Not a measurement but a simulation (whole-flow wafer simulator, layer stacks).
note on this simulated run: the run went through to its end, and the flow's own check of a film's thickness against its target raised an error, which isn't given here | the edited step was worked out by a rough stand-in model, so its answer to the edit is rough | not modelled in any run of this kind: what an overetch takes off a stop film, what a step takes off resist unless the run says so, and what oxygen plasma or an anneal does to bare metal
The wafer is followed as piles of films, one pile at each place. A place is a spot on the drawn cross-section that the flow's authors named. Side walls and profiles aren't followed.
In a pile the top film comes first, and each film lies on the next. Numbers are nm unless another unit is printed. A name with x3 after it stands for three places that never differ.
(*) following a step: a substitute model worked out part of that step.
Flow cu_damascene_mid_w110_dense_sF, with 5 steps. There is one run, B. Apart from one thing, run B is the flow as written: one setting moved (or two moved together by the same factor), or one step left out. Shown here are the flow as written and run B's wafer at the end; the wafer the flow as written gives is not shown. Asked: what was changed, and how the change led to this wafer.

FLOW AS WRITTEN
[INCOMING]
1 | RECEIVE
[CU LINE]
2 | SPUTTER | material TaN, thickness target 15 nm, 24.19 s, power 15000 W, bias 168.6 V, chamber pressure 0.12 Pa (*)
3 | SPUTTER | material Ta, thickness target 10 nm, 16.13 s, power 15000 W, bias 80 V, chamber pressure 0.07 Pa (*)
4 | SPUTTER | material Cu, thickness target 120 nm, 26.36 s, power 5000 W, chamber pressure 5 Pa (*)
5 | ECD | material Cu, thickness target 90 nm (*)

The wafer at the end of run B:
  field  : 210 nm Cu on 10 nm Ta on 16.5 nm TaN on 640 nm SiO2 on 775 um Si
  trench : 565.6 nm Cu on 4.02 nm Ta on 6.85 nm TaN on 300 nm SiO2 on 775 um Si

The reason: step 2, SPUTTER: thickness target 16.5 nm was run, though the flow has thickness target 15 nm.
The wafer lets one read it off: field has TaN 16.5, and step 2 as written asks for 15 nm.

Step by step, how the change led to this:
  2 | SPUTTER | material TaN, thickness target 15 nm, 24.19 s, power 15000 W, bias 168.6 V, chamber pressure 0.12 Pa (*)
      field: TaN gains 16.5 (new film) (it would be, as written: TaN gains 15 (new film))
      trench: TaN gains 6.85 (new film) (it would be, as written: TaN gains 6.23 (new film))
